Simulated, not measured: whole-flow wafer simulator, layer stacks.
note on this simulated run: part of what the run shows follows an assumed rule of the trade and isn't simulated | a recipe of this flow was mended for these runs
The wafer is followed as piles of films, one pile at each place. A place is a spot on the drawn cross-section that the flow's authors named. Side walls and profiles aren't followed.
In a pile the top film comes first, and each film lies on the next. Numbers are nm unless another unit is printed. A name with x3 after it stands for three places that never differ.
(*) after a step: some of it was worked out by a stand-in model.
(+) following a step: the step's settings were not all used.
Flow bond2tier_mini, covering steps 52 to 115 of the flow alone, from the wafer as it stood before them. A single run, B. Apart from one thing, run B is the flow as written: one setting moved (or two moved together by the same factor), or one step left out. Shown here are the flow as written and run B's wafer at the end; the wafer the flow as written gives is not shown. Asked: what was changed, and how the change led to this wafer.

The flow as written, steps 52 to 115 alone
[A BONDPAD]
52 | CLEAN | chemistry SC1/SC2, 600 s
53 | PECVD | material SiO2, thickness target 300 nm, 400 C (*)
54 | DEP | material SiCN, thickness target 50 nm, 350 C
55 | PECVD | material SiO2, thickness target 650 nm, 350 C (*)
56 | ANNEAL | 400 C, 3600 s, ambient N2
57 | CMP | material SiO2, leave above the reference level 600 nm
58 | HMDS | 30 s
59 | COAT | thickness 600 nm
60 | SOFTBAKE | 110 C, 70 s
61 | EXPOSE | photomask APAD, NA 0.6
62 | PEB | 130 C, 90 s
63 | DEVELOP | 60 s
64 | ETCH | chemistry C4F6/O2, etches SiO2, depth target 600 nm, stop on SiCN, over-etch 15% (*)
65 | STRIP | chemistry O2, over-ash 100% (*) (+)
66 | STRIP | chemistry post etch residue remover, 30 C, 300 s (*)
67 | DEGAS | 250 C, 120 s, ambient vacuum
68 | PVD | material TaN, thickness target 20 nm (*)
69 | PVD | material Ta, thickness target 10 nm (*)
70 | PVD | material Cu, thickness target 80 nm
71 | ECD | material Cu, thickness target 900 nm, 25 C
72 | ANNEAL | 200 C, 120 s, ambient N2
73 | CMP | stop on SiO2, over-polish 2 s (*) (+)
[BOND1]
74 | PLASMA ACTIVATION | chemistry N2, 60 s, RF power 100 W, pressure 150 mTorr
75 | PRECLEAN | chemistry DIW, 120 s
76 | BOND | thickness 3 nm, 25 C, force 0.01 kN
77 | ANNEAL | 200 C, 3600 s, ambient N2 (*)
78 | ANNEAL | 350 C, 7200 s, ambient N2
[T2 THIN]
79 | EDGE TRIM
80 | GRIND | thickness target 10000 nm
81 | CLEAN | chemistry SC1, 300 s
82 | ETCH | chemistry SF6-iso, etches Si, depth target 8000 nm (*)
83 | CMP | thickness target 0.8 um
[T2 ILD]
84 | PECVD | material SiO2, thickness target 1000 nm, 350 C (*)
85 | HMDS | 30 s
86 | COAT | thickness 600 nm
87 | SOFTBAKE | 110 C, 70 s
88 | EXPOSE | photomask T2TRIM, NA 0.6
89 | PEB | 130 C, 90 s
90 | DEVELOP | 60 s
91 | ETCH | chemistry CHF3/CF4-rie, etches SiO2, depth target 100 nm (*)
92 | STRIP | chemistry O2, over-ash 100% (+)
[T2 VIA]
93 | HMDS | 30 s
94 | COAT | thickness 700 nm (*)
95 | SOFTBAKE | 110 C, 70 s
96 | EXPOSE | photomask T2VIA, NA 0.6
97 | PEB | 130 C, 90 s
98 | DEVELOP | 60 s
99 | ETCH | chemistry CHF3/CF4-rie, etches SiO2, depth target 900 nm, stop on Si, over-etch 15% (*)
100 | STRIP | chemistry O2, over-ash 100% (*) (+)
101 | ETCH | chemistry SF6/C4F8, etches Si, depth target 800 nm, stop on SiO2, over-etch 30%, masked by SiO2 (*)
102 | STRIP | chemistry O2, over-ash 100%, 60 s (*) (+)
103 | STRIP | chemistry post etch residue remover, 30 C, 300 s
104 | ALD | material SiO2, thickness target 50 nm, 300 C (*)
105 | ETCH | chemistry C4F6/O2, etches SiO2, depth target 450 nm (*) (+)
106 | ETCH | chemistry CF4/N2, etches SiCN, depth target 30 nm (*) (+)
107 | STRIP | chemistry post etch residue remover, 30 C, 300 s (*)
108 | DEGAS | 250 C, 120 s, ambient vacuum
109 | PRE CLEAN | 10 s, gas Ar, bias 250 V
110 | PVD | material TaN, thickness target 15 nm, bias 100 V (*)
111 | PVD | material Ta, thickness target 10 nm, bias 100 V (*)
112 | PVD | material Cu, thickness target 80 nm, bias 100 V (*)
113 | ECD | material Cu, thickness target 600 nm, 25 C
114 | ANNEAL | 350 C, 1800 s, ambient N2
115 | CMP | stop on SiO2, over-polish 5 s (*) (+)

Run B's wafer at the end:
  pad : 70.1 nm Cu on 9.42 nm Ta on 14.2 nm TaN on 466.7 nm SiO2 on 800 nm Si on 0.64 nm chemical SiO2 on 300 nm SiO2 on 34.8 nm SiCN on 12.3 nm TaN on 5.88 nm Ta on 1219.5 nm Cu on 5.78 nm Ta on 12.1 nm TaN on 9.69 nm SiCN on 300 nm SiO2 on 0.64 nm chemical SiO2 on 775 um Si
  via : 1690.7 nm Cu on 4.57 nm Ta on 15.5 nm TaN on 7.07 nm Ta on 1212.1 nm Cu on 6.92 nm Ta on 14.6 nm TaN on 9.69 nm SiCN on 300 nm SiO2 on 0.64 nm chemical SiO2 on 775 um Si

The reason: step 64, ETCH: depth target 729.6 nm was run, though the flow has depth target 600 nm.

The path from the change to this, step by step:
  64 | ETCH | chemistry C4F6/O2, etches SiO2, depth target 600 nm, stop on SiCN, over-etch 15% (*)
      pad, via: -600 SiO2 (all of it), -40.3 SiCN (it would be, as written: -600 SiO2 (all of it), -15.2 SiCN)
      field: -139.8 thick-KrF-resist (it would be, as written: -115 thick-KrF-resist)
  65 | STRIP | chemistry O2, over-ash 100% (*) (+)
      field: -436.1 thick-KrF-resist (all of it) (it would be, as written: -460.9 thick-KrF-resist (all of it))
  70 | PVD | material Cu, thickness target 80 nm
      via: +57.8 Cu (new film) (it would be, as written: +59 Cu (new film))
